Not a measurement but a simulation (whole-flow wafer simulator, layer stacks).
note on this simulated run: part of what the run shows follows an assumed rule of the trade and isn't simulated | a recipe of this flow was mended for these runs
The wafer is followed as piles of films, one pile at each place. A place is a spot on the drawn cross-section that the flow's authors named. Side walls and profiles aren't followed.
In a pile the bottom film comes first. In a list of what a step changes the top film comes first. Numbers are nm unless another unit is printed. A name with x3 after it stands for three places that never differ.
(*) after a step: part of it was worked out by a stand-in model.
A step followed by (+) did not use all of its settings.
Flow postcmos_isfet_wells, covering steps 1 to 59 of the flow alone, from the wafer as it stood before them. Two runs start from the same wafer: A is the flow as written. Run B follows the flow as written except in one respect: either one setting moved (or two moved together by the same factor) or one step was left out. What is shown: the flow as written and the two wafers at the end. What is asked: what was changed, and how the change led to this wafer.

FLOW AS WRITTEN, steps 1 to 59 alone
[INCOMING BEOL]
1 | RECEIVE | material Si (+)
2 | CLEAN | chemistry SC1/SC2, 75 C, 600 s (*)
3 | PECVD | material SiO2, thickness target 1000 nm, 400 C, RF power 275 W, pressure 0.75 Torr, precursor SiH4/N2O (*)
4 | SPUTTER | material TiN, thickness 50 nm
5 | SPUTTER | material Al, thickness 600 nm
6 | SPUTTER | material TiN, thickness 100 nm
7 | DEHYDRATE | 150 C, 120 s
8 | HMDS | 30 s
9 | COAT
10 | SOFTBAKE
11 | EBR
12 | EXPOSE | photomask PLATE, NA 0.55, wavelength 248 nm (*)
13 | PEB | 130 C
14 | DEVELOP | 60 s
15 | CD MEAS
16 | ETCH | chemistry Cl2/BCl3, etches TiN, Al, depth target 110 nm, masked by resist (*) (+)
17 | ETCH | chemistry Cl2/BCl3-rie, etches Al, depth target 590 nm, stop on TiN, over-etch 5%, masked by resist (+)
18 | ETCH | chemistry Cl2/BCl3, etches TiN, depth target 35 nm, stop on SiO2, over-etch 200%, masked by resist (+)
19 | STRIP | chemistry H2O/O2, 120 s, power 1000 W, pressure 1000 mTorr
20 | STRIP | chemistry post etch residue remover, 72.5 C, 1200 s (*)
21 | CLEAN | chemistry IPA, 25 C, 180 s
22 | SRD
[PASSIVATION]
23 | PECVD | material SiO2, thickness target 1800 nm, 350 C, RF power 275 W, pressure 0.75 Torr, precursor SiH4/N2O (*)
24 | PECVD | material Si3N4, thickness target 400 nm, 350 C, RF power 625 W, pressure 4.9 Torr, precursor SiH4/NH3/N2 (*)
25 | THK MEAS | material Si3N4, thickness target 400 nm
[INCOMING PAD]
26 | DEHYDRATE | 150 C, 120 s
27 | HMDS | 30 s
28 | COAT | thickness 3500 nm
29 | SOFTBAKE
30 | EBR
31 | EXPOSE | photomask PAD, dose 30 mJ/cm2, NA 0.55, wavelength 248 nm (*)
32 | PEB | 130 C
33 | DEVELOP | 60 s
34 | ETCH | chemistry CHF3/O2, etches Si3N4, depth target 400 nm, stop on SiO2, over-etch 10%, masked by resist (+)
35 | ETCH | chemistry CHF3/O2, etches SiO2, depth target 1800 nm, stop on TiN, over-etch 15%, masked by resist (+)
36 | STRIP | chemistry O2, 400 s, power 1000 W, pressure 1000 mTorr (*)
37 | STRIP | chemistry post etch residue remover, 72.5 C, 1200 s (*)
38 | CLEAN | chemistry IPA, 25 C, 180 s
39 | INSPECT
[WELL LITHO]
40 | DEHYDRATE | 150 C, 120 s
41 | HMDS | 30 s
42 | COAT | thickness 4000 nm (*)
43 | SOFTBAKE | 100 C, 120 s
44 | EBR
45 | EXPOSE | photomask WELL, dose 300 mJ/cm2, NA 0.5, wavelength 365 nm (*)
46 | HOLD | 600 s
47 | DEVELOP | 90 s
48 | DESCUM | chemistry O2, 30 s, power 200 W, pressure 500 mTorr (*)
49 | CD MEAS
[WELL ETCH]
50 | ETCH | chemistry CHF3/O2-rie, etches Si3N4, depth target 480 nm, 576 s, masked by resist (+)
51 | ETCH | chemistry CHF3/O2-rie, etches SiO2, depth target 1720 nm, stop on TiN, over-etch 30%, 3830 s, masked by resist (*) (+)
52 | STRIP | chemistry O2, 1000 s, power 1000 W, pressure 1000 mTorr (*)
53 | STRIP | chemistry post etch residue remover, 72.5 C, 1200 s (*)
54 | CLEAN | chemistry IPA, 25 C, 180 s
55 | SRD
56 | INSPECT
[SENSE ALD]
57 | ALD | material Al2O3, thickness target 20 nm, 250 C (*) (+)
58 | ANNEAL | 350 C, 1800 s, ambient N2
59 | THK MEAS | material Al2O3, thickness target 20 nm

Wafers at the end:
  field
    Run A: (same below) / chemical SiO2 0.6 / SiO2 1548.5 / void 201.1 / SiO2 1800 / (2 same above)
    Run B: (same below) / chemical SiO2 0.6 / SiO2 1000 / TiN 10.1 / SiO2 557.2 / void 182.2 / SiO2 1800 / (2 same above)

The reason: step 18, ETCH: depth target 7 nm was run, though the flow has depth target 35 nm.

The path from the change to this, step by step:
  18 | ETCH | chemistry Cl2/BCl3, etches TiN, depth target 35 nm, stop on SiO2, over-etch 200%, masked by resist (+)
      field: A TiN loses 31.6 (all of it), SiO2 loses 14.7 | B TiN loses 21
      margin x2, well900 x4, pad_clr, pad_open: A thick-KrF-resist loses 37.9 | B thick-KrF-resist loses 8.4
  19 | STRIP | chemistry H2O/O2, 120 s, power 1000 W, pressure 1000 mTorr
      margin x2, well900 x4, pad_clr, pad_open: A thick-KrF-resist loses 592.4 (all of it) | B thick-KrF-resist loses 621.8 (all of it)
  23 | PECVD | material SiO2, thickness target 1800 nm, 350 C, RF power 275 W, pressure 0.75 Torr, precursor SiH4/N2O (*)
      field: A SiO2 gains 1800 (new film), void gains 201.1 (new film), SiO2 gains 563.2 | B SiO2 gains 1800 (new film), void gains 182.2 (new film), SiO2 gains 557.2 (new film)
If metal films that touch count as one body, field has 1 body; the flow as written gives 0 bodies.
